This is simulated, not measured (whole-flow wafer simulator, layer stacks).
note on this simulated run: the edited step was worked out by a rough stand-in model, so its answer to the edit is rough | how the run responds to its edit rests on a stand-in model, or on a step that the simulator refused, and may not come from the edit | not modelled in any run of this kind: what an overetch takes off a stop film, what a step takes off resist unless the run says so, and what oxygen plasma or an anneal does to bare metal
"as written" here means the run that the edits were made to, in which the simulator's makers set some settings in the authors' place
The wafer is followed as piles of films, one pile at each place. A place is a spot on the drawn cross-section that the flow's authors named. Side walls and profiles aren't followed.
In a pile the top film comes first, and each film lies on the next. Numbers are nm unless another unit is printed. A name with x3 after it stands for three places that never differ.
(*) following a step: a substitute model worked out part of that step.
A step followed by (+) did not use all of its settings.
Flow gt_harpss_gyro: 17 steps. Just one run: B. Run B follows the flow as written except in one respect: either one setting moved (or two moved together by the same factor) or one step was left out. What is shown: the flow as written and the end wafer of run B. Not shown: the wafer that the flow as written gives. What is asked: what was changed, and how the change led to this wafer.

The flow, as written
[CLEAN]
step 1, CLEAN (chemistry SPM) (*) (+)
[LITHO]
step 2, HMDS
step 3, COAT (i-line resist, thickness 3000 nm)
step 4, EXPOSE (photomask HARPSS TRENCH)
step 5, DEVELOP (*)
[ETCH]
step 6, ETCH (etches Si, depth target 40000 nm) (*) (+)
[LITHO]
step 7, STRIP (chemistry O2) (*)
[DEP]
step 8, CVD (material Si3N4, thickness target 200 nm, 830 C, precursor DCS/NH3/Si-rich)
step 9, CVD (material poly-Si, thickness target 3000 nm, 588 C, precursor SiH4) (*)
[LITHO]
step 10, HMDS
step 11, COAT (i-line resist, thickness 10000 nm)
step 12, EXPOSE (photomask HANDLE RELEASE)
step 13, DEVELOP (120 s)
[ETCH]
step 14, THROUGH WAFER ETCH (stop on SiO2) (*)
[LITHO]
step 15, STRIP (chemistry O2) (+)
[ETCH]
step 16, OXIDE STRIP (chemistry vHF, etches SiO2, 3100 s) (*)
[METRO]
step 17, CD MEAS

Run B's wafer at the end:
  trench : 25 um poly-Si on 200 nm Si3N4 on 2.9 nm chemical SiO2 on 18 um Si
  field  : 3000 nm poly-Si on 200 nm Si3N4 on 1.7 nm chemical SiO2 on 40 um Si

What caused this: step 6, ETCH: depth target 22000 nm was run, though the flow has depth target 40000 nm.

The path from the change to this, step by step:
  step 6, ETCH (etches Si, depth target 40000 nm) (*) (+)
      trench: -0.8 chemical SiO2 (all of it), -22 um Si (as written it would have been: -0.8 chemical SiO2 (all of it), -40 um Si (all of it))
      field: -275 i-line resist (as written it would have been: -500 i-line resist)
  step 7, STRIP (chemistry O2) (*)
      trench: +2.9 chemical SiO2 (new film), -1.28 Si (as written it would have been: nothing)
      field: -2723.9 i-line resist (all of it), +0.9 chemical SiO2, -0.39 Si (as written it would have been: -2498.9 i-line resist (all of it), +0.87 chemical SiO2, -0.38 Si)
  step 8, CVD (material Si3N4, thickness target 200 nm, 830 C, precursor DCS/NH3/Si-rich)
      trench: +200 Si3N4 (new film) (as written it would have been: +195.9 Si3N4 (new film))
  step 9, CVD (material poly-Si, thickness target 3000 nm, 588 C, precursor SiH4) (*)
      trench: +25 um poly-Si (new film) (as written it would have been: +43.01 um poly-Si (new film))
